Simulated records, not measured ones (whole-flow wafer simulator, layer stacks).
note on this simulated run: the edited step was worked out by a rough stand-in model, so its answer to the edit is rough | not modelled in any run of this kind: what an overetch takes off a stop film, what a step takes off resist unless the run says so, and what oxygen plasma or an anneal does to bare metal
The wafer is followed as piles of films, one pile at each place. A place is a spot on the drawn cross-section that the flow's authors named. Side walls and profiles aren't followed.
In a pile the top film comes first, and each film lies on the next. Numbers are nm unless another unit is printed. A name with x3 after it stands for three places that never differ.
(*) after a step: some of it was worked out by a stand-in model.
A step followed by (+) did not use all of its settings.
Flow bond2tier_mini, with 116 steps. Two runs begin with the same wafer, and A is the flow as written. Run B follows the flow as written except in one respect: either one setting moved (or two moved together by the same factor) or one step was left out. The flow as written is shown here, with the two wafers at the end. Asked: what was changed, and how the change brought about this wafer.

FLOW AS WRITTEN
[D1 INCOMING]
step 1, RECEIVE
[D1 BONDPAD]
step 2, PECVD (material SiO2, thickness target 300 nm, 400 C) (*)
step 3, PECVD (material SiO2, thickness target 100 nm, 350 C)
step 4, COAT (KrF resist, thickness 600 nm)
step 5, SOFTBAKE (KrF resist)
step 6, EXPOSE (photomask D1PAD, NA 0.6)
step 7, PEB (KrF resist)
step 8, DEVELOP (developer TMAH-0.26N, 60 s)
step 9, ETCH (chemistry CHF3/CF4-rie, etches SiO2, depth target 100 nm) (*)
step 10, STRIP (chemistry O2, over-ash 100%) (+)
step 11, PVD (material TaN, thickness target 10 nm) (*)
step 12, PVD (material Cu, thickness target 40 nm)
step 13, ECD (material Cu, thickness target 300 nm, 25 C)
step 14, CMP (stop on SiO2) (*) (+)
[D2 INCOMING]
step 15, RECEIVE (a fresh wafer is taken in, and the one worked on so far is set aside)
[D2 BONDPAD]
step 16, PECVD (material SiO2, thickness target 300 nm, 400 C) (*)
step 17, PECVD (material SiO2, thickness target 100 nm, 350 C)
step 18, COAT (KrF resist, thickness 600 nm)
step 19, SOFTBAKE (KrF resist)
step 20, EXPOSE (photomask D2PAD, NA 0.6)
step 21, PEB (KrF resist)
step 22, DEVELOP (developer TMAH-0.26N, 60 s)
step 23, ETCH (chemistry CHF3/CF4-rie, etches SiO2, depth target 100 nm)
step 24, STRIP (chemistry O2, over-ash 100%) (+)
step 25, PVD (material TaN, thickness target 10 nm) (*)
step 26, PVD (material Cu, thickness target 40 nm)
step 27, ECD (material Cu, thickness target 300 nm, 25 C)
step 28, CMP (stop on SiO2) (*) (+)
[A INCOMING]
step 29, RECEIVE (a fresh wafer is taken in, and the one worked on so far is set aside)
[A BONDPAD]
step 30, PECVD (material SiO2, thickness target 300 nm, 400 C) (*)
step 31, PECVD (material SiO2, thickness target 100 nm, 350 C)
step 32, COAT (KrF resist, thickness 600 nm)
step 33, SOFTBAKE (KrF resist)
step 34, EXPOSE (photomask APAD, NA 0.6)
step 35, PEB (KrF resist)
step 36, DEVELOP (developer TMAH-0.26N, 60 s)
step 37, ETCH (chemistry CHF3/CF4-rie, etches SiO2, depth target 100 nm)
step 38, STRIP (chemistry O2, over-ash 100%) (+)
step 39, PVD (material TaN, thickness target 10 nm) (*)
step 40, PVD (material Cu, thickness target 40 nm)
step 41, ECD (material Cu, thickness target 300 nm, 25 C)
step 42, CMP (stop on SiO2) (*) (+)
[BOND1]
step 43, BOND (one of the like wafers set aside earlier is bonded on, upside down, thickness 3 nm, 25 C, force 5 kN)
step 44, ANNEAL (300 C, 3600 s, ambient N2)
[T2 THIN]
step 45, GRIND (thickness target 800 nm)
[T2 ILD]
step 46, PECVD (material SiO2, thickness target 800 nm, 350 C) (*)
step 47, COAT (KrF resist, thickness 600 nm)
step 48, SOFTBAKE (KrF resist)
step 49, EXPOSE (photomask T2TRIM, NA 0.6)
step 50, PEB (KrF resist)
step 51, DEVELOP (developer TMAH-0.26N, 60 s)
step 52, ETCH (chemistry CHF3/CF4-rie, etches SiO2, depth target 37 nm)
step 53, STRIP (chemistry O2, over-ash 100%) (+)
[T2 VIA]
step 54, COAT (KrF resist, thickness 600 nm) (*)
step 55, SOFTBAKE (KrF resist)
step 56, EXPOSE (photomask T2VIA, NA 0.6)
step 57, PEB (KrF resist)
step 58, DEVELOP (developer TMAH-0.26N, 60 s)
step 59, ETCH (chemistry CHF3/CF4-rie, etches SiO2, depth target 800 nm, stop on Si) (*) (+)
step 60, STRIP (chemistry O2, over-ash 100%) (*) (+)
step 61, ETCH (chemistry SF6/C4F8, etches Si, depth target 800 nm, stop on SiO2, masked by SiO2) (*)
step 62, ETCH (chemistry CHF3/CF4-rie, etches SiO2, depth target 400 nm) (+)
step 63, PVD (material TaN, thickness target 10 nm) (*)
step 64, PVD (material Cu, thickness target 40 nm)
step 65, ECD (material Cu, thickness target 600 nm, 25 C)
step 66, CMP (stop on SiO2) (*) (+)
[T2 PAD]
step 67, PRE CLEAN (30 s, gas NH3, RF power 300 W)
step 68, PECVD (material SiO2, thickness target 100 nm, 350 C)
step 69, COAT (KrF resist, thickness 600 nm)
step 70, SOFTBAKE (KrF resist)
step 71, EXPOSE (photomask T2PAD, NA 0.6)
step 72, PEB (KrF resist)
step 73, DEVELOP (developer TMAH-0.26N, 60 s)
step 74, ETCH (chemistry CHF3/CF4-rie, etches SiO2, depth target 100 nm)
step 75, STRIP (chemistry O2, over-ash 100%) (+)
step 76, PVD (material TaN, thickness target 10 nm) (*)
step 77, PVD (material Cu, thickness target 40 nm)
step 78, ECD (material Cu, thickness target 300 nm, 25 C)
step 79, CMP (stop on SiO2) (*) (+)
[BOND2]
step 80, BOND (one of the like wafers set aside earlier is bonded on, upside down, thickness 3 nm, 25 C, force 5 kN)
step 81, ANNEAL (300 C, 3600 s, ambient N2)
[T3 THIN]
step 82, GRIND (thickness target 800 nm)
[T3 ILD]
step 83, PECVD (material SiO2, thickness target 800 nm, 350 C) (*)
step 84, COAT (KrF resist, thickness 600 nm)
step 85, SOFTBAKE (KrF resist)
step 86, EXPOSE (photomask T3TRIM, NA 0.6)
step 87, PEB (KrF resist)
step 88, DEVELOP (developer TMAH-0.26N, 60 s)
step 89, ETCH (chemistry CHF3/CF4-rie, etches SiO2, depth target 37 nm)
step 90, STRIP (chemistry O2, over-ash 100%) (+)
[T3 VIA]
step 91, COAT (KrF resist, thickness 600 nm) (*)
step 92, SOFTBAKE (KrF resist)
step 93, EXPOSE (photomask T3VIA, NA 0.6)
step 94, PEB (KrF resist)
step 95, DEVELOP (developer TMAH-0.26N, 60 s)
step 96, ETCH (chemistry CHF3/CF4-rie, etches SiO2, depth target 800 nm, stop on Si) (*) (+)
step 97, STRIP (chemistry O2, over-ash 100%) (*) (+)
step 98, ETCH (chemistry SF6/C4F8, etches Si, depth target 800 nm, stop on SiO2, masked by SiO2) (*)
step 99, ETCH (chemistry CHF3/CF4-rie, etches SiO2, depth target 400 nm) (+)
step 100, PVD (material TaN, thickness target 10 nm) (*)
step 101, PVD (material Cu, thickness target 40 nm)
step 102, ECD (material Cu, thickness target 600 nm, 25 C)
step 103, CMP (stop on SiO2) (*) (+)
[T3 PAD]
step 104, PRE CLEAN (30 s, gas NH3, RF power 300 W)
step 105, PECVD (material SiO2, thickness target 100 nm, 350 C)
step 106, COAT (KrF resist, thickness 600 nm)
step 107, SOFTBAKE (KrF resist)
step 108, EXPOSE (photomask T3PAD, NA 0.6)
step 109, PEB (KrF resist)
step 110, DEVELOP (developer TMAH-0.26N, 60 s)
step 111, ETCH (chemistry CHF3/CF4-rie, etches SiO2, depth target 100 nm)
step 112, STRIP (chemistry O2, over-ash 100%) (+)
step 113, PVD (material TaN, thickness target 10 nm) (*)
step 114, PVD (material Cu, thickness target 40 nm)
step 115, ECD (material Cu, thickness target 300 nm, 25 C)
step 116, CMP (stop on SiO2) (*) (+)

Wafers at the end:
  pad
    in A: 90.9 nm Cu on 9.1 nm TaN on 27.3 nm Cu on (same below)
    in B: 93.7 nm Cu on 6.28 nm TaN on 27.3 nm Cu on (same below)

Cause: step 113, PVD: thickness target 6.9 nm was run, whereas the flow has thickness target 10 nm.

How this came from the change, step by step:
  step 113, PVD (material TaN, thickness target 10 nm) (*)
      field: A +10 TaN (new film) | B +6.9 TaN (new film)
      pad: A +9.1 TaN (new film) | B +6.28 TaN (new film)
  step 116, CMP (stop on SiO2) (*) (+)
      field: A -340 Cu (all of it), -10 TaN (all of it) | B -340 Cu (all of it), -6.9 TaN (all of it)
